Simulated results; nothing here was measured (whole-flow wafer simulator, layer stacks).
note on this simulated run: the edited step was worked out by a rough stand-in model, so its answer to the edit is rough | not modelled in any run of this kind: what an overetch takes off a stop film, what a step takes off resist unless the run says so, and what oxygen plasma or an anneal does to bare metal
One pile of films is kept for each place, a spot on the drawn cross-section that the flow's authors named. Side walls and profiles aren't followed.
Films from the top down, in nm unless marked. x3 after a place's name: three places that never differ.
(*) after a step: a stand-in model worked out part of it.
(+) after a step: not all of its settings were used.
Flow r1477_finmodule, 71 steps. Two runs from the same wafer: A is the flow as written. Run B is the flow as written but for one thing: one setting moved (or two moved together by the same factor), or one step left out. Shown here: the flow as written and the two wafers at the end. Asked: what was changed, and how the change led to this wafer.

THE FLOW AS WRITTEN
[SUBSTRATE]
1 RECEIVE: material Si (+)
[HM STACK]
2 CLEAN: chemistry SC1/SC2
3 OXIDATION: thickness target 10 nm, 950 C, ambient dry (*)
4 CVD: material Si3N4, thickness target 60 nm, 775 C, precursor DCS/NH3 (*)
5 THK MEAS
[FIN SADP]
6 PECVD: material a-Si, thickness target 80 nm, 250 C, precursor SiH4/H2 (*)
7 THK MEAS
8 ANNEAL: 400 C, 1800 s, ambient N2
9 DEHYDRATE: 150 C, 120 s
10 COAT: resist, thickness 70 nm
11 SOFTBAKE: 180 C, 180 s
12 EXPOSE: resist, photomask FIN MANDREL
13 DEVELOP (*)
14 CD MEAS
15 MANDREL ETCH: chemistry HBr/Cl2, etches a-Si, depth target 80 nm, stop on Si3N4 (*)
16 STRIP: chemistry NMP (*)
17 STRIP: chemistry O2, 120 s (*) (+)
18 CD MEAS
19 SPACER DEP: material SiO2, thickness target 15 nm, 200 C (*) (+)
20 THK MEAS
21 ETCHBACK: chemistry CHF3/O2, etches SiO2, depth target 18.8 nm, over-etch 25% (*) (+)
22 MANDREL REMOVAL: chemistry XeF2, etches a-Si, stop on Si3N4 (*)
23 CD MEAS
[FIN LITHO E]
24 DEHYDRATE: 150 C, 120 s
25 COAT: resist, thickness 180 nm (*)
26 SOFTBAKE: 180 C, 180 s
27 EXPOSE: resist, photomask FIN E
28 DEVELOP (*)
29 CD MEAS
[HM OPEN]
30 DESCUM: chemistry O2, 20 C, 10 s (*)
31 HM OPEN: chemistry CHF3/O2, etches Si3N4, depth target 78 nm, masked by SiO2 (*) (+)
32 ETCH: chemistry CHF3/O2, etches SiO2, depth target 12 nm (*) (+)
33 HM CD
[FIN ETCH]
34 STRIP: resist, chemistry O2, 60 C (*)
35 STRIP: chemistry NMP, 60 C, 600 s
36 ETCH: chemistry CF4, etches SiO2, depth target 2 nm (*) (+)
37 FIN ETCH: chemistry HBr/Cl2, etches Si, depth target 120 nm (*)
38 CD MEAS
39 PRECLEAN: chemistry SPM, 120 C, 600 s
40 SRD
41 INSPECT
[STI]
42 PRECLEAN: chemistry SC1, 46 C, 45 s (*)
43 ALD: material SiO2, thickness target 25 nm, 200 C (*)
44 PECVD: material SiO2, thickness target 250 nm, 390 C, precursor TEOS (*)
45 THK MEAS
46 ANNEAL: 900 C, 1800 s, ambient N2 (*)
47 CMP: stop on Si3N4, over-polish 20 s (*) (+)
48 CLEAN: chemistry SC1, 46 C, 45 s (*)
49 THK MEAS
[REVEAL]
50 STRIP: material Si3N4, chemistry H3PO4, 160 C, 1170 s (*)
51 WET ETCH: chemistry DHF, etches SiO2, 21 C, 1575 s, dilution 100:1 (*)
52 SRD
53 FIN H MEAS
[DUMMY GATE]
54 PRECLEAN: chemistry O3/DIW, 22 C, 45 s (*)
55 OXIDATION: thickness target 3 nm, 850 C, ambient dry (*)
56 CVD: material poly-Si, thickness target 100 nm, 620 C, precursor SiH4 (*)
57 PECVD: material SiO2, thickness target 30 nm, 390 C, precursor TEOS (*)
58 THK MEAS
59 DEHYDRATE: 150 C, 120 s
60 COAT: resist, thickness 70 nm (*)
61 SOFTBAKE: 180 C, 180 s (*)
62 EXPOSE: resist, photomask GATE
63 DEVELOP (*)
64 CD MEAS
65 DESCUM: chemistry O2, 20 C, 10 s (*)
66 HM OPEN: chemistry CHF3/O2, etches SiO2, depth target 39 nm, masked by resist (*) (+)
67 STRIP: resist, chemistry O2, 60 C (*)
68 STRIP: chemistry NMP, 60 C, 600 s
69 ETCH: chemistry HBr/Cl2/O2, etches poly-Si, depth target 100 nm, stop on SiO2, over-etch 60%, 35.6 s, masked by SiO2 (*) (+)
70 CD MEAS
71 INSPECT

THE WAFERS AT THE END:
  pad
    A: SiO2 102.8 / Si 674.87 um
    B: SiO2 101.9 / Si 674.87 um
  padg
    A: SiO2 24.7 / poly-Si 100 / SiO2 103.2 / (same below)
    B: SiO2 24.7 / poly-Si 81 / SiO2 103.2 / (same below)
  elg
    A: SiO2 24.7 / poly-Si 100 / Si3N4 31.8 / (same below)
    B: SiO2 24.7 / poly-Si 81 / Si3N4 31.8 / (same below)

The cause: step 56, CVD: thickness target 81 nm was run, where the flow has thickness target 100 nm.
It can be read off the wafer: padg has poly-Si 81, and step 56 as written asks for 100 nm.

How the change led to this, step by step:
  56 CVD: material poly-Si, thickness target 100 nm, 620 C, precursor SiH4 (*)
      pad, padg, elg and 26 more: A poly-Si +100 (new film) | B poly-Si +81 (new film)
      s40cg, s40co: A poly-Si +113.9 (new film) | B poly-Si +94.4 (new film)
      (and at 5 more places)
  67 STRIP: resist, chemistry O2, 60 C (*)
      s50cg: A resist -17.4 (all of it) | B resist -18.1 (all of it)
  69 ETCH: chemistry HBr/Cl2/O2, etches poly-Si, depth target 100 nm, stop on SiO2, over-etch 60%, 35.6 s, masked by SiO2 (*) (+)
      pad, eso, e40so and 8 more: A chemical SiO2 -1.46 (all of it), poly-Si -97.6 (all of it), SiO2 -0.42 | B chemical SiO2 -1.46 (all of it), poly-Si -78.6 (all of it), SiO2 -1.37
      elo, e40lo, e100lo, e200lo: A chemical SiO2 -1.46 (all of it), poly-Si -97.6 (all of it), Si3N4 -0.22 | B chemical SiO2 -1.46 (all of it), poly-Si -78.6 (all of it), Si3N4 -1.95
      (and at 3 more places)
